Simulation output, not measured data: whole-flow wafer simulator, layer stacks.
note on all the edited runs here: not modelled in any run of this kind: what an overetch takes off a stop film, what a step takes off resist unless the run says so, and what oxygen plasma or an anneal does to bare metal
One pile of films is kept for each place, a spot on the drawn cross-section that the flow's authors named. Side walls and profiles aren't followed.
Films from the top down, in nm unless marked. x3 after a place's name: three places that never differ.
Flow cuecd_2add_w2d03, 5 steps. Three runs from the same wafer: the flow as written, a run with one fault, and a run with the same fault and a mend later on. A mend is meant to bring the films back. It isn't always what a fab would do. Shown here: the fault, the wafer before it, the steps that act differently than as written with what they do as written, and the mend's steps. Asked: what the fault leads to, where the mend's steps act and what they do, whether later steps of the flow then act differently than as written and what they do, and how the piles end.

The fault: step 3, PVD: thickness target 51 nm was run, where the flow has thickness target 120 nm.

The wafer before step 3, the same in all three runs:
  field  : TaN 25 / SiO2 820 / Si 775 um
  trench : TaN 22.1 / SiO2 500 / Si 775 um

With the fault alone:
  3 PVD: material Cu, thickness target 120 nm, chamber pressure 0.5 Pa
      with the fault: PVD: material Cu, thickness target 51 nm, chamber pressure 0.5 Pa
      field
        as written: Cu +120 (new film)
        with the fault: Cu +51 (new film)
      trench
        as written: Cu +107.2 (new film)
        with the fault: Cu +45.5 (new film)
  No later step of the flow acts differently than as written at any place that is followed.
  At the end the piles differ from the flow's by more than 2% or 0.5 nm, whichever is larger, at field, trench.
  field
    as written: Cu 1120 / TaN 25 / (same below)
    with the fault: Cu 1051 / TaN 25 / (same below)
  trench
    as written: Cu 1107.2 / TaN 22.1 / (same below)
    with the fault: Cu 1045.5 / TaN 22.1 / (same below)

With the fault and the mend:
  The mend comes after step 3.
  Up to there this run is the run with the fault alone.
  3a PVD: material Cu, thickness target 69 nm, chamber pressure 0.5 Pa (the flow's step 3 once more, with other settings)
      field
        Cu +69
      trench
        Cu +61.2
  No later step of the flow acts differently than as written at any place that is followed.
  At the end the piles differ from the flow's only slightly at the places that both follow, by at most 2% or 0.5 nm, whichever is larger.
